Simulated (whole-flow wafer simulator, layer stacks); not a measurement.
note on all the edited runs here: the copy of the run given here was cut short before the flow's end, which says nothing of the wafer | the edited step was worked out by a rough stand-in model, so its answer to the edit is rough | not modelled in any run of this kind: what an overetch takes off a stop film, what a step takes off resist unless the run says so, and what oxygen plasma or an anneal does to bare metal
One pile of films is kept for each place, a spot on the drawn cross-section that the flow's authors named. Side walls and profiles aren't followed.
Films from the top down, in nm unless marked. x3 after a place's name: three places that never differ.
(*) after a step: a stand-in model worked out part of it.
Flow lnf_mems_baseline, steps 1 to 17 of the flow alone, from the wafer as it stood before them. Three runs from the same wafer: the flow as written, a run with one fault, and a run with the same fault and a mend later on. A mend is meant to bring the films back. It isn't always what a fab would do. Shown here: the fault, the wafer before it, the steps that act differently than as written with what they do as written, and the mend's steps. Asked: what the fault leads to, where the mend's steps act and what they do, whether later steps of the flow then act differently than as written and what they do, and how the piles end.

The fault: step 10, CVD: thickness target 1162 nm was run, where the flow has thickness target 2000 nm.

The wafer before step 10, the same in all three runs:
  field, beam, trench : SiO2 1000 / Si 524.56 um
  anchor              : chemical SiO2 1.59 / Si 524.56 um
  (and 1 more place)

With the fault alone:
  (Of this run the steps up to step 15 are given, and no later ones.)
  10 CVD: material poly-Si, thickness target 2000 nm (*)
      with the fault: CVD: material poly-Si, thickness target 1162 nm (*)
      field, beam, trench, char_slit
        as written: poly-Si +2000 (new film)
        with the fault: poly-Si +1162 (new film)
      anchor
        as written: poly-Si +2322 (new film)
        with the fault: poly-Si +1162 (new film)
  Later steps of the flow that act differently than as written (1 more step differs only slightly, by at most 2% or 0.5 nm, whichever is larger, and isn't shown):
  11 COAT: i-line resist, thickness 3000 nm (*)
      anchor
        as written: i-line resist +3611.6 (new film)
        with the fault: i-line resist +3886.4 (new film)
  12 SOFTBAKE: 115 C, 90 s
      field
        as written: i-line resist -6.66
        with the fault: i-line resist -11.6
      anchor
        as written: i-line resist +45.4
        with the fault: i-line resist +77.6
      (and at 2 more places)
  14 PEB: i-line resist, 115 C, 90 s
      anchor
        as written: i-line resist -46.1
        with the fault: i-line resist -51.7
  After step 15 the piles differ from the flow's by more than 2% or 0.5 nm, whichever is larger, at field, anchor, beam, trench, char_slit.
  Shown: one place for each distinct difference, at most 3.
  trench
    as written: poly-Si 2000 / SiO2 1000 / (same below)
    with the fault: poly-Si 1162 / SiO2 1000 / (same below)
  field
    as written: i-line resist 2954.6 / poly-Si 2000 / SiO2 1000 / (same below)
    with the fault: i-line resist 2946.8 / poly-Si 1162 / SiO2 1000 / (same below)
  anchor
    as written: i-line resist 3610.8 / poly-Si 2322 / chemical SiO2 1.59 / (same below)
    with the fault: i-line resist 3912.3 / poly-Si 1162 / chemical SiO2 1.59 / (same below)

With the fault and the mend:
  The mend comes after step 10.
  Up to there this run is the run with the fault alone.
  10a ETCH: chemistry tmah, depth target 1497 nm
      field, anchor, beam, trench, char_slit
        poly-Si -1162 (all of it)
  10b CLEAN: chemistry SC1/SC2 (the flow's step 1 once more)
      changes no film at any place that is followed
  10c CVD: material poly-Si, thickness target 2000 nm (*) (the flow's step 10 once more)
      field, beam, trench, char_slit
        poly-Si +2000 (new film)
      anchor
        poly-Si +2322 (new film)
  No later step of the flow acts differently than as written at any place that is followed.
  At the end the piles are the same as the flow's at every place that both follow.
